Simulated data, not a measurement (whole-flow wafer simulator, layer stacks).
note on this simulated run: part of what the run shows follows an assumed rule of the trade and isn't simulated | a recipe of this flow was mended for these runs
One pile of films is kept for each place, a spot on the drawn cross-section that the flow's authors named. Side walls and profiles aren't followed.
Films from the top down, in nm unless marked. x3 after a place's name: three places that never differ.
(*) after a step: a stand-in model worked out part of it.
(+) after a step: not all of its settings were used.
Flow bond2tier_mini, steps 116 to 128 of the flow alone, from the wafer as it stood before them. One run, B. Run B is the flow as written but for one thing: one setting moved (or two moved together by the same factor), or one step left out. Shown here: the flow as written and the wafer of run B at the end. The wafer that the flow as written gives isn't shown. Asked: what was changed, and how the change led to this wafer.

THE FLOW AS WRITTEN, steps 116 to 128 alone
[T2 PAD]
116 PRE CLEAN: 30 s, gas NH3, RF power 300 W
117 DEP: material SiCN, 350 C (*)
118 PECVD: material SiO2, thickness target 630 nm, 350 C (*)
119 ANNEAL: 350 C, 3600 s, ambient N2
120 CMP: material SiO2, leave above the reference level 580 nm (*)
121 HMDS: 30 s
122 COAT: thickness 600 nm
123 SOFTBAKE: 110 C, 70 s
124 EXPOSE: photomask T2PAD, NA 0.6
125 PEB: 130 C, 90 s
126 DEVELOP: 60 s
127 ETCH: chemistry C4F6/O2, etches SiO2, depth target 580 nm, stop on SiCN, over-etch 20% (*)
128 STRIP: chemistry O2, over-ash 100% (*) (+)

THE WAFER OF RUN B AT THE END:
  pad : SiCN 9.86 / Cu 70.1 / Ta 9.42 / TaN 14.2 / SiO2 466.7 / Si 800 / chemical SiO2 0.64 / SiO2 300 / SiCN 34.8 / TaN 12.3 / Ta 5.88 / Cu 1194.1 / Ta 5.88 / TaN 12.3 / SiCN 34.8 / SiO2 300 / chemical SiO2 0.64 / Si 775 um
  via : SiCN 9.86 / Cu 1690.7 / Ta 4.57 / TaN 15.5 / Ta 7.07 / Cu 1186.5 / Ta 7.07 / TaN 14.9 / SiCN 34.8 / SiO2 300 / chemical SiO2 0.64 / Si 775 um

The cause: step 127, ETCH: depth target 681.7 nm was run, where the flow has depth target 580 nm.

How the change led to this, step by step:
  127 ETCH: chemistry C4F6/O2, etches SiO2, depth target 580 nm, stop on SiCN, over-etch 20% (*)
      pad, via: SiO2 -580 (all of it), SiCN -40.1 (as written it would be: SiO2 -580 (all of it), SiCN -19.6)
      field: thick-KrF-resist -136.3 (as written it would be: thick-KrF-resist -116)
  128 STRIP: chemistry O2, over-ash 100% (*) (+)
      field: thick-KrF-resist -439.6 (all of it) (as written it would be: thick-KrF-resist -459.9 (all of it))
